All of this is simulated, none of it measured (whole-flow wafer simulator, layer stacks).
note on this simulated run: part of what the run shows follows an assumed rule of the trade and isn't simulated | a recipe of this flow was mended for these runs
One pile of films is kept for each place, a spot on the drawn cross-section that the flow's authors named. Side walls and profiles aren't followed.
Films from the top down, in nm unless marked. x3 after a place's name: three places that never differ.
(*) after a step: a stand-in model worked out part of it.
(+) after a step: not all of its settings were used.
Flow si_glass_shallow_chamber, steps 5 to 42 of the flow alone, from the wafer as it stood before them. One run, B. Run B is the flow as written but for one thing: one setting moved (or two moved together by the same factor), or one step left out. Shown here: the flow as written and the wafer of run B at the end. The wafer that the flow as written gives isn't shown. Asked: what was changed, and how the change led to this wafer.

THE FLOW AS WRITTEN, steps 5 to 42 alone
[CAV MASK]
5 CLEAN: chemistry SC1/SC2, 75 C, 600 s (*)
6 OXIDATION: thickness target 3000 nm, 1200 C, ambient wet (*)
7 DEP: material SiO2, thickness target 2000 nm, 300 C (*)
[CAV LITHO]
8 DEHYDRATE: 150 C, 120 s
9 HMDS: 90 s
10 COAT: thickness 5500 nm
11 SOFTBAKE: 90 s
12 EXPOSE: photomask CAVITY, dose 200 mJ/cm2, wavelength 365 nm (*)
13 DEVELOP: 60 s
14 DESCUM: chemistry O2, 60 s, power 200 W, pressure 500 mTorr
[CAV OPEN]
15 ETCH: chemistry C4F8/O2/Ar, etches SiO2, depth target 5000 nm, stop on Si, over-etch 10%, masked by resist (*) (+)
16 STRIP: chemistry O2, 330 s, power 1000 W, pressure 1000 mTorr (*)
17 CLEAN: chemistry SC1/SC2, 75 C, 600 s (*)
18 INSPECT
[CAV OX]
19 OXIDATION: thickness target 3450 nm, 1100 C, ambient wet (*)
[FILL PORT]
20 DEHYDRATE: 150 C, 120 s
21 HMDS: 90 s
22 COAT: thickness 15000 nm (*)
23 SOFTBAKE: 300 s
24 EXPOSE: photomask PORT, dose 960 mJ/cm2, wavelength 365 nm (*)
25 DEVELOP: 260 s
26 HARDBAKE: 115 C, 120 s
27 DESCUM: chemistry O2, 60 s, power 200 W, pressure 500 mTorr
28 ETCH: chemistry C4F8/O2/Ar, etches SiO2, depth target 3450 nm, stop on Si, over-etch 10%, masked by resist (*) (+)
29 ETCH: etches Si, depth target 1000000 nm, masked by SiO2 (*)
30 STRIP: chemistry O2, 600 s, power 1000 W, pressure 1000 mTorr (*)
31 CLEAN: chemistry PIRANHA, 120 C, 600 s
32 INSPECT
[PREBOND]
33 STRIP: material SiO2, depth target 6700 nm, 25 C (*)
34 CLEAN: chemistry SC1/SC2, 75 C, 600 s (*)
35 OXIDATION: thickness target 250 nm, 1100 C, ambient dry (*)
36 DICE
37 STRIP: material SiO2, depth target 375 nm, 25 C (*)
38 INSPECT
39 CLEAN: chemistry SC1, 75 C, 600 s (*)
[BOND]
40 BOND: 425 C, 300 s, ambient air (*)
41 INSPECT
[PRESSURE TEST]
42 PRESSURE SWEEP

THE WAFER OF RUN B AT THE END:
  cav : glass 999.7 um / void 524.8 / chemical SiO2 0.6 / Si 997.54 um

The cause: step 15, ETCH: depth target 3200 nm was run, where the flow has depth target 5000 nm.

How the change led to this, step by step:
  15 ETCH: chemistry C4F8/O2/Ar, etches SiO2, depth target 5000 nm, stop on Si, over-etch 10%, masked by resist (*) (+)
      cav, port: SiO2 -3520 (as written it would be: SiO2 -5000 (all of it), Si -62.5)
      rim, ramp, septum, ring: thick-i-line-resist -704 (as written it would be: thick-i-line-resist -1100)
  16 STRIP: chemistry O2, 330 s, power 1000 W, pressure 1000 mTorr (*)
      cav, port: nothing (as written it would be: chemical SiO2 +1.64 (new film), Si -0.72)
      rim, ramp, septum, ring: thick-i-line-resist -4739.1 (all of it) (as written it would be: thick-i-line-resist -4343.1 (all of it))
  17 CLEAN: chemistry SC1/SC2, 75 C, 600 s (*)
      cav, port: SiO2 -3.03 (as written it would be: chemical SiO2 -1.04, Si -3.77)
  19 OXIDATION: thickness target 3450 nm, 1100 C, ambient wet (*)
      cav, port: SiO2 +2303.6, Si -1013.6 (as written it would be: SiO2 +3450 (new film), chemical SiO2 -0.6 (all of it), Si -1517.7)
  22 COAT: thickness 15000 nm (*)
      rim: thick-i-line-resist +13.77 um (new film) (as written it would be: thick-i-line-resist +13.4 um (new film))
      ramp: thick-i-line-resist +13.39 um (new film) (as written it would be: thick-i-line-resist +12.89 um (new film))
      (and at 4 more places)
  23 SOFTBAKE: 300 s
      rim: thick-i-line-resist -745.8 (as written it would be: thick-i-line-resist -997)
      ramp: thick-i-line-resist -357 (as written it would be: thick-i-line-resist -487.1)
      (and at 4 more places)
  25 DEVELOP: 260 s
      port: thick-i-line-resist -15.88 um (all of it) (as written it would be: thick-i-line-resist -16.16 um (all of it))
  26 HARDBAKE: 115 C, 120 s
      rim, ramp: thick-i-line-resist -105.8 (as written it would be: thick-i-line-resist -98.2)
      cav: thick-i-line-resist -143.2 (as written it would be: thick-i-line-resist -147.1)
  28 ETCH: chemistry C4F8/O2/Ar, etches SiO2, depth target 3450 nm, stop on Si, over-etch 10%, masked by resist (*) (+)
      port: SiO2 -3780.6 (all of it), Si -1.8 (as written it would be: SiO2 -3450 (all of it), Si -43.1)
  29 ETCH: etches Si, depth target 1000000 nm, masked by SiO2 (*)
      rim, ramp: thick-i-line-resist -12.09 um (all of it), SiO2 -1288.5 (as written it would be: thick-i-line-resist -11.47 um (all of it), SiO2 -1617.3)
      port: hole +997.66 um (new film), Si -997.66 um (all of it) (as written it would be: hole +997.05 um (new film), Si -997.05 um (all of it))
      (and at 2 more places)
  30 STRIP: chemistry O2, 600 s, power 1000 W, pressure 1000 mTorr (*)
      cav: thick-i-line-resist -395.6 (all of it) (as written it would be: thick-i-line-resist -669.6 (all of it))
  33 STRIP: material SiO2, depth target 6700 nm, 25 C (*)
      rim, ramp: SiO2 -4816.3 (all of it) (as written it would be: SiO2 -4487.5 (all of it))
      cav: SiO2 -3780.6 (all of it) (as written it would be: SiO2 -3450 (all of it))
  40 BOND: 425 C, 300 s, ambient air (*)
      cav: glass +999.7 um (new film), void +524.8 (new film) (as written it would be: glass +999.7 um (new film), void +1095.9 (new film))
      port: glass +999.7 um (new film), hole +404.8 (as written it would be: glass +999.7 um (new film), hole +1017.3)
